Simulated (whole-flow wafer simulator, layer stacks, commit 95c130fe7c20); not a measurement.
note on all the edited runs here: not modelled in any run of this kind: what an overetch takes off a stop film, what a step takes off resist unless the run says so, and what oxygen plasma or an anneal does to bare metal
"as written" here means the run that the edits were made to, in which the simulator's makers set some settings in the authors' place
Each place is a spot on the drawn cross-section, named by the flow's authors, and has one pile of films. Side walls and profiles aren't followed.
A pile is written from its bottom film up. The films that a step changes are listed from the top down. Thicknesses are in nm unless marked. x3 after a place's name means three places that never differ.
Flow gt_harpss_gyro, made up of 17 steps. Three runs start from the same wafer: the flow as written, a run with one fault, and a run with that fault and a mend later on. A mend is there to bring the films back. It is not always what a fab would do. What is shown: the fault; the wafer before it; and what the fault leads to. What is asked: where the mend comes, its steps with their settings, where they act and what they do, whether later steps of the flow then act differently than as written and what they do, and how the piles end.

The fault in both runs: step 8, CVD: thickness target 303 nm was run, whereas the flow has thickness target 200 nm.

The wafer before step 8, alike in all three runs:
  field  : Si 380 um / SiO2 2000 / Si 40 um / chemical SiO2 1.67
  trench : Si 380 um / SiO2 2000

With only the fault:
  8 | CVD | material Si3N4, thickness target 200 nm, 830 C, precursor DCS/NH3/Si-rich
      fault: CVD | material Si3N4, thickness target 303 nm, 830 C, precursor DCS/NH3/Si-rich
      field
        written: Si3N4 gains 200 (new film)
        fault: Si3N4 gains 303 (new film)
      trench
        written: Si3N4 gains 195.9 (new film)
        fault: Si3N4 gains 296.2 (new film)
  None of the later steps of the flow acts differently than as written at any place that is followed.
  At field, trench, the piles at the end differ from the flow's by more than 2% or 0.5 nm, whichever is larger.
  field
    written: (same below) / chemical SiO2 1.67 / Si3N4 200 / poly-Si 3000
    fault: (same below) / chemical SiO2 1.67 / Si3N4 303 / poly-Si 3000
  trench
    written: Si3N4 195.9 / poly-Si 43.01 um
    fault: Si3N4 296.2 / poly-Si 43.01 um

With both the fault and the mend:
  The mend stands after step 8.
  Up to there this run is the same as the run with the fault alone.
  8a | ETCH | chemistry h3po4, depth target 102.1 nm
      field, trench
        Si3N4 loses 102.1
  None of the later steps of the flow acts differently than as written at any place that is followed.
  When the end is reached, the piles differ only a little from the flow's at the places that both follow, at most by 2% or 0.5 nm, whichever is larger.
